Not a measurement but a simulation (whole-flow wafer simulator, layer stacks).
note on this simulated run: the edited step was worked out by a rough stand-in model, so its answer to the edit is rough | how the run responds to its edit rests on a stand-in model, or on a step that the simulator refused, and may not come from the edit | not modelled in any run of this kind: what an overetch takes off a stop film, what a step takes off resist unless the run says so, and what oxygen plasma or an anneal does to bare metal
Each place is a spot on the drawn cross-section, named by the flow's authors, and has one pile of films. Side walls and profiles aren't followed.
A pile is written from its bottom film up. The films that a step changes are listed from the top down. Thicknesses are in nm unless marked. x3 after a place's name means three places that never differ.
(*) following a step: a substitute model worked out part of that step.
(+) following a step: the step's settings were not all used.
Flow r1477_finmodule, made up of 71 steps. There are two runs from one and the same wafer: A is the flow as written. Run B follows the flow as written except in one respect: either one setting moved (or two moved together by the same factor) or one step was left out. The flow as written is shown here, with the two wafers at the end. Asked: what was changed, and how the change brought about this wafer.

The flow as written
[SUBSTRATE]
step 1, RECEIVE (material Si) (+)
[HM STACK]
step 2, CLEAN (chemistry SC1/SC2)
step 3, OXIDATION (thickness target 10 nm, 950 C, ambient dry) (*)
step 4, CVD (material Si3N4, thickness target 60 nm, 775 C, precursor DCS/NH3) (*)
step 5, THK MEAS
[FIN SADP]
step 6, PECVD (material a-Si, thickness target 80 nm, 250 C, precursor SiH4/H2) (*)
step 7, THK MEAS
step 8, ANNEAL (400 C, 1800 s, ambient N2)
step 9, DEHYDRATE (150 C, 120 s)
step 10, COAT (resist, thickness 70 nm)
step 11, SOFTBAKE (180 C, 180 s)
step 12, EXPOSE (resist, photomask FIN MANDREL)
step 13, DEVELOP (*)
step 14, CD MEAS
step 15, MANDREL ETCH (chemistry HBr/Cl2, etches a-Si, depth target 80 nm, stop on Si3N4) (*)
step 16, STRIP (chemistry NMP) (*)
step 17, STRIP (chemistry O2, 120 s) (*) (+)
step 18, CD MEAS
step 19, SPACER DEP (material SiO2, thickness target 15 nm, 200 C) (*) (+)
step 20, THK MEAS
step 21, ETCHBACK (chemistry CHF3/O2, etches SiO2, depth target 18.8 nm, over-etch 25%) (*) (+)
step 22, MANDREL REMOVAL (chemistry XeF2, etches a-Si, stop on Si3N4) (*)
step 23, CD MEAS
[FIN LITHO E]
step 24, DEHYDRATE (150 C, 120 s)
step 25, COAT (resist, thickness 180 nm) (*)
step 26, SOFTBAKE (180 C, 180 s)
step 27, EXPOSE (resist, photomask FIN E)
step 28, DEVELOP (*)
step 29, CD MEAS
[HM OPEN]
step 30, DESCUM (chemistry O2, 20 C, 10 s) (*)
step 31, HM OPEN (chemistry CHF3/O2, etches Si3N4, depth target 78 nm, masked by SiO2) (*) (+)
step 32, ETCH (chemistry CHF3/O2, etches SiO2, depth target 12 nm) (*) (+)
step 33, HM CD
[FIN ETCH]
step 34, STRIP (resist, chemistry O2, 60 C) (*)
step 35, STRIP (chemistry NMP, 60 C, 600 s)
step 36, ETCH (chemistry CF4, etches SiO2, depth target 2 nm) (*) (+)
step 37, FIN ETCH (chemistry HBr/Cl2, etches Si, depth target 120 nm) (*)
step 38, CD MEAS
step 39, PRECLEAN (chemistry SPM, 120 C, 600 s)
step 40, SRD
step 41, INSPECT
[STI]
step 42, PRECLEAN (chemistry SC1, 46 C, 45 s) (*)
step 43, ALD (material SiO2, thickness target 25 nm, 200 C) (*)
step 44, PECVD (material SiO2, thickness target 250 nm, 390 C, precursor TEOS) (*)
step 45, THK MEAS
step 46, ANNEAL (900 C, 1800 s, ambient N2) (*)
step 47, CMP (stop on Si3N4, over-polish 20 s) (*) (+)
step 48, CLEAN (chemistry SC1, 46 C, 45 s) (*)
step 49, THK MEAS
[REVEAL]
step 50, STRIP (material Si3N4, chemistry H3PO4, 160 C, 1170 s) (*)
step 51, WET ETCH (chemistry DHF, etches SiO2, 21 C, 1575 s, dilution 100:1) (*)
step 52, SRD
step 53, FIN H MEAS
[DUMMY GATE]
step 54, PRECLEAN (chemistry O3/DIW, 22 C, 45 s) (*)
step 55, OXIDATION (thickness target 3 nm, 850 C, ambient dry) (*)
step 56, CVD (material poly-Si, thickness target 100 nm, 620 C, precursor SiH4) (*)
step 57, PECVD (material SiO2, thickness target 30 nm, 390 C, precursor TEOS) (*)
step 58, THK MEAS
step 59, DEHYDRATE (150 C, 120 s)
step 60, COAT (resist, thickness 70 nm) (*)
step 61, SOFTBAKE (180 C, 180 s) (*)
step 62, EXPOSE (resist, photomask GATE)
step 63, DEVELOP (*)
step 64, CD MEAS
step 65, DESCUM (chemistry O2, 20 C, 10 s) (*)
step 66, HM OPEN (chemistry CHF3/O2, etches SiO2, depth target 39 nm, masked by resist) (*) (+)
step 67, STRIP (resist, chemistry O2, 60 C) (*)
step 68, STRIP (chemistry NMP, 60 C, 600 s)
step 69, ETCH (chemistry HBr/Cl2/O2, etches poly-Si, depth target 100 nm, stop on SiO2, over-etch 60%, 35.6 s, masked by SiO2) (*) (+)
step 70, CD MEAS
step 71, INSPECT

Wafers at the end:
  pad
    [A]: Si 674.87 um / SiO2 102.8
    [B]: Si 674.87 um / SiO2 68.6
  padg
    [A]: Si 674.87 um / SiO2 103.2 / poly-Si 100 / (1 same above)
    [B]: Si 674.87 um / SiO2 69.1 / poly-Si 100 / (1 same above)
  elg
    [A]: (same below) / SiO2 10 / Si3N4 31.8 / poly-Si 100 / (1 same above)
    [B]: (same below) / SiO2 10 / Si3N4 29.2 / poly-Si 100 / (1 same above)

Cause: step 51, WET ETCH: 2205 s was run, though the flow has 1575 s.

The path from the change to this, step by step:
  step 51, WET ETCH (chemistry DHF, etches SiO2, 21 C, 1575 s, dilution 100:1) (*)
      pad, padg, e40sg and 12 more: A -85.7 SiO2 | B -120 SiO2
      elg, e40lg, e100lg, e200lg, elo, e40lo, e100lo, e200lo: A -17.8 SiO2 (all of it), -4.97 Si3N4 | B -17.8 SiO2 (all of it), -7.54 Si3N4
      (and at 7 other places as well)
  step 56, CVD (material poly-Si, thickness target 100 nm, 620 C, precursor SiH4) (*)
      s40cg, s40co: A +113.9 poly-Si (new film) | B +147.5 poly-Si (new film)
      s45cg, s45co: A +113.4 poly-Si (new film) | B +147.5 poly-Si (new film)
      (and at 3 other places as well)
  step 60, COAT (resist, thickness 70 nm) (*)
      e40lg, e100lg, e200lg, elo, e40lo, e100lo, e200lo: A +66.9 resist (new film) | B +65.3 resist (new film)
      e40sg, e40so: A +129.5 resist (new film) | B +159.6 resist (new film)
      (and at 17 other places as well)
  step 63, DEVELOP (*)
      elo, e40lo, e100lo, e200lo: A -66.9 resist (all of it) | B -65.3 resist (all of it)
      eso: A -129.5 resist (all of it) | B -159.5 resist (all of it)
      (and at 9 other places as well)
  step 67, STRIP (resist, chemistry O2, 60 C) (*)
      e40lg, e100lg, e200lg: A -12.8 resist (all of it) | B -11.2 resist (all of it)
      e40sg: A -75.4 resist (all of it) | B -105.4 resist (all of it)
      (and at 10 other places as well)
  step 69, ETCH (chemistry HBr/Cl2/O2, etches poly-Si, depth target 100 nm, stop on SiO2, over-etch 60%, 35.6 s, masked by SiO2) (*) (+)
      s40co: A -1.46 chemical SiO2 (all of it), -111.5 poly-Si (all of it), -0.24 SiO2 | B -1.58 chemical SiO2 (all of it), -145 poly-Si (all of it), -0.07 SiO2
      s45co: A -1.46 chemical SiO2 (all of it), -110.9 poly-Si (all of it), -0.25 SiO2 | B -1.58 chemical SiO2 (all of it), -145 poly-Si (all of it), -0.07 SiO2
      (and at 1 other place as well)
